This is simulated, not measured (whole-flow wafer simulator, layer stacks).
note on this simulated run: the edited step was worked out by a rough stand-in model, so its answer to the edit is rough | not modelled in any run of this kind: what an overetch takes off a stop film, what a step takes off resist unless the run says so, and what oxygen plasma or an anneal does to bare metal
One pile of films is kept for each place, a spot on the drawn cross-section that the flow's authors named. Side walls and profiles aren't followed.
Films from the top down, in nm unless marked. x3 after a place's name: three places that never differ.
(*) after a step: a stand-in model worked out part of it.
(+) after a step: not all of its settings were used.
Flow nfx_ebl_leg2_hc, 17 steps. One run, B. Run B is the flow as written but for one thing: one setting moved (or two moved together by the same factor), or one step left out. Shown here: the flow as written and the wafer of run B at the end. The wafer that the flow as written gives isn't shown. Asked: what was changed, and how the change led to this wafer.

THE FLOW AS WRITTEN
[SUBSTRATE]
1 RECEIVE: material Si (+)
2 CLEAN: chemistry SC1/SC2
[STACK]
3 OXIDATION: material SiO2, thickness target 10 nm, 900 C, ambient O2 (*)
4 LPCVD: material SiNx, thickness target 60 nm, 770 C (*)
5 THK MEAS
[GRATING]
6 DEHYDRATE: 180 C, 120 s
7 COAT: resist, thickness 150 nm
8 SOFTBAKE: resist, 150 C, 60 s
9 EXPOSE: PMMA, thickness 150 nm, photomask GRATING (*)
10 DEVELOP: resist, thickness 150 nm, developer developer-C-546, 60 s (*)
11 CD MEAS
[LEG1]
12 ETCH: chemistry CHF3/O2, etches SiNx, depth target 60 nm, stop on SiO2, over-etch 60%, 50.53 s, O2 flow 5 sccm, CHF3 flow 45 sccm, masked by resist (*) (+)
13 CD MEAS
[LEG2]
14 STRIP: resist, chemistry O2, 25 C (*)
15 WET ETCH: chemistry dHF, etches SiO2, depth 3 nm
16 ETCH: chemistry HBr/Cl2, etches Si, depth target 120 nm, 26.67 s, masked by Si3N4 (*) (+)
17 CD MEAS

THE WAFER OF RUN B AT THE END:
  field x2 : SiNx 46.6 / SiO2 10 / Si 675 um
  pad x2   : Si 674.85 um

The cause: step 16, ETCH: depth target 141 nm was run, where the flow has depth target 120 nm; step 16, ETCH: 31.33 s was run, where the flow has 26.67 s.

How the change led to this, step by step:
  16 ETCH: chemistry HBr/Cl2, etches Si, depth target 120 nm, 26.67 s, masked by Si3N4 (*) (+)
      field x2: SiNx -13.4 (as written it would be: SiNx -11.4)
      pad x2: Si -141 (as written it would be: Si -120)
